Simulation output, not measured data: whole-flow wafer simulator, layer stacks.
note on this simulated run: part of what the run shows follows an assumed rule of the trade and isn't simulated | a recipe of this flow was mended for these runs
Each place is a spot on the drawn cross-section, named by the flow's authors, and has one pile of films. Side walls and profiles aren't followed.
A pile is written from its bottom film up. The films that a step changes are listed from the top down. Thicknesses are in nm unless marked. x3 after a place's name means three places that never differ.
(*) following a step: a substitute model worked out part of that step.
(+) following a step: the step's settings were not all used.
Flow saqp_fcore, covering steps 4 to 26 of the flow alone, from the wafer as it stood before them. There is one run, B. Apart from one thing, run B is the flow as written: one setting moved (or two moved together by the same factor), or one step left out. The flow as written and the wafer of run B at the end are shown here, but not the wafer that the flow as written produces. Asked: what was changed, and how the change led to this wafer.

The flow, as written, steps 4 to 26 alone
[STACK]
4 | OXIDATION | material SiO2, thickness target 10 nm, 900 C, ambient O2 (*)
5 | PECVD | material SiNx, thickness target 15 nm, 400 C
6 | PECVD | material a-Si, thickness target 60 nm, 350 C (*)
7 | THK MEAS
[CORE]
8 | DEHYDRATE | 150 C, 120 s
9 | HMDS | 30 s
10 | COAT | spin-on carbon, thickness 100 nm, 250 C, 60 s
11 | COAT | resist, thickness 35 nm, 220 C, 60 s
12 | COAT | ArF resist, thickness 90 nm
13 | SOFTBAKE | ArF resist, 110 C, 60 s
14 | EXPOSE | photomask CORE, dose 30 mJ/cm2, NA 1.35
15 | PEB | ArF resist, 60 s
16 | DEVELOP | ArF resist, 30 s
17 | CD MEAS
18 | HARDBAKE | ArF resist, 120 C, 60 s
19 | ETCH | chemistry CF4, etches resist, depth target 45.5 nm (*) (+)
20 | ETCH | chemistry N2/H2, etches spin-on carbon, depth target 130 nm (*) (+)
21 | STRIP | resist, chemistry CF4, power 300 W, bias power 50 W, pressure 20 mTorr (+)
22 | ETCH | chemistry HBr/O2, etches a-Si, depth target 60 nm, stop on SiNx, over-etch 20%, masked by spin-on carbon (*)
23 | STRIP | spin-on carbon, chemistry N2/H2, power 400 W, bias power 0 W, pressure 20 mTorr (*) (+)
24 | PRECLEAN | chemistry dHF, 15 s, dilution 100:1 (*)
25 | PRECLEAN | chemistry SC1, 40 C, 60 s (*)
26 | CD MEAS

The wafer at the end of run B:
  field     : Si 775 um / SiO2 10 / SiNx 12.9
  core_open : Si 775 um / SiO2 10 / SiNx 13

What caused this: step 22, ETCH: depth target 46.8 nm was run, while the flow as written has depth target 60 nm.

Step by step, how the change led to this:
  22 | ETCH | chemistry HBr/O2, etches a-Si, depth target 60 nm, stop on SiNx, over-etch 20%, masked by spin-on carbon (*)
      field: -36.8 a-Si (all of it), -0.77 SiNx (in the flow as written it would be: -36.8 a-Si (all of it), -1.41 SiNx)
      core_open: -39.4 a-Si (all of it), -0.67 SiNx (in the flow as written it would be: -39.4 a-Si (all of it), -1.3 SiNx)
      (and at 1 other place as well)
  23 | STRIP | spin-on carbon, chemistry N2/H2, power 400 W, bias power 0 W, pressure 20 mTorr (*) (+)
      core_line: -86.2 spin-on carbon (all of it) (in the flow as written it would be: -88.8 spin-on carbon (all of it))
